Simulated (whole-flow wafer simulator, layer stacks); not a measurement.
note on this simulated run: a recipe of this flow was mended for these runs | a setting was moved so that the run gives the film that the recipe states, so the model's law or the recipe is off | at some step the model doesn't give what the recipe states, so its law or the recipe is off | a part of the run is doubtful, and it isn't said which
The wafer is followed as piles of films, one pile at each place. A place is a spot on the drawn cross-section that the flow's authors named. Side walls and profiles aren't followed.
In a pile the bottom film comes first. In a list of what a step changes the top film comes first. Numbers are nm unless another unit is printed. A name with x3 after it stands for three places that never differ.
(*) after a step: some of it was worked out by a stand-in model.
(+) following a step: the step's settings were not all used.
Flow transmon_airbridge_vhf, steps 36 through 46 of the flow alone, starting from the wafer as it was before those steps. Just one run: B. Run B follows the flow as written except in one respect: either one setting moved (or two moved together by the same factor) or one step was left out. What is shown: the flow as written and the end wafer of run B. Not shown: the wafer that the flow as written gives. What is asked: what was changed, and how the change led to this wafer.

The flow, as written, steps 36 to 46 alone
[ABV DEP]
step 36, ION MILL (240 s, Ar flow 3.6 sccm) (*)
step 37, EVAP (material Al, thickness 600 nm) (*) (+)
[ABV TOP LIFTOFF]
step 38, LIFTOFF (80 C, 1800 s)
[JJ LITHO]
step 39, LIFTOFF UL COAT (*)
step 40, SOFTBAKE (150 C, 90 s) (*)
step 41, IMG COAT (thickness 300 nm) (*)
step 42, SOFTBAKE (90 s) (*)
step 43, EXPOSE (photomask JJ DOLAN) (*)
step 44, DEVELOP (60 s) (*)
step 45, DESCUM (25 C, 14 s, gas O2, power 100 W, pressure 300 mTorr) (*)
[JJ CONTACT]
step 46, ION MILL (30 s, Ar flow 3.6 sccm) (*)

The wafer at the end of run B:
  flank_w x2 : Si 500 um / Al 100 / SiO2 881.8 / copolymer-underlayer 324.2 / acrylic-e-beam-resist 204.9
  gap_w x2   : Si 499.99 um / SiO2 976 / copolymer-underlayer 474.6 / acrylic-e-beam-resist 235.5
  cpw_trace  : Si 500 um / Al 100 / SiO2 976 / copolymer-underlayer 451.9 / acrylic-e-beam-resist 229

What caused this: step 37, EVAP: material Al, thickness 600 nm (*) (+), was skipped.

How this came from the change, step by step:
  step 38, LIFTOFF (80 C, 1800 s)
      field x3, jj_line, trace_open_s x2: -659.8 i-line-resist (all of it), -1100 lift-off-underlayer (all of it), -240 acrylic-e-beam-resist (all of it) (it would be, as written: -600 Al (all of it), -659.8 i-line-resist (all of it), -1100 lift-off-underlayer (all of it), -240 acrylic-e-beam-resist (all of it))
      margin_s, margin_n: -378.2 i-line-resist (all of it), -823.4 lift-off-underlayer (all of it), -168.6 acrylic-e-beam-resist (all of it) (it would be, as written: -600 Al (all of it), -378.2 i-line-resist (all of it), -823.4 lift-off-underlayer (all of it), -168.6 acrylic-e-beam-resist (all of it))
      (and at 1 other place as well)
  step 39, LIFTOFF UL COAT (*)
      pad_w x2: +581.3 copolymer-underlayer (new film) (it would be, as written: +513.6 copolymer-underlayer (new film))
      flank_w x2: +324.2 copolymer-underlayer (new film) (it would be, as written: +308 copolymer-underlayer (new film))
      (and at 6 other places as well)
  step 41, IMG COAT (thickness 300 nm) (*)
      pad_w x2: +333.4 acrylic-e-beam-resist (new film) (it would be, as written: +300.2 acrylic-e-beam-resist (new film))
      flank_w x2: +236.4 acrylic-e-beam-resist (new film) (it would be, as written: +217.1 acrylic-e-beam-resist (new film))
      (and at 6 other places as well)
With metal films that touch counted as one body, flank_w x2 has 1 body; the flow as written gives 2 bodies (between them, from the top down: SiO2 881.8).
With metal films that touch counted as one body, gap_w x2 has 0 bodies; the flow as written gives 1 body.
With metal films that touch counted as one body, cpw_trace has 1 body; the flow as written gives 2 bodies (between them, from the top down: SiO2 976).
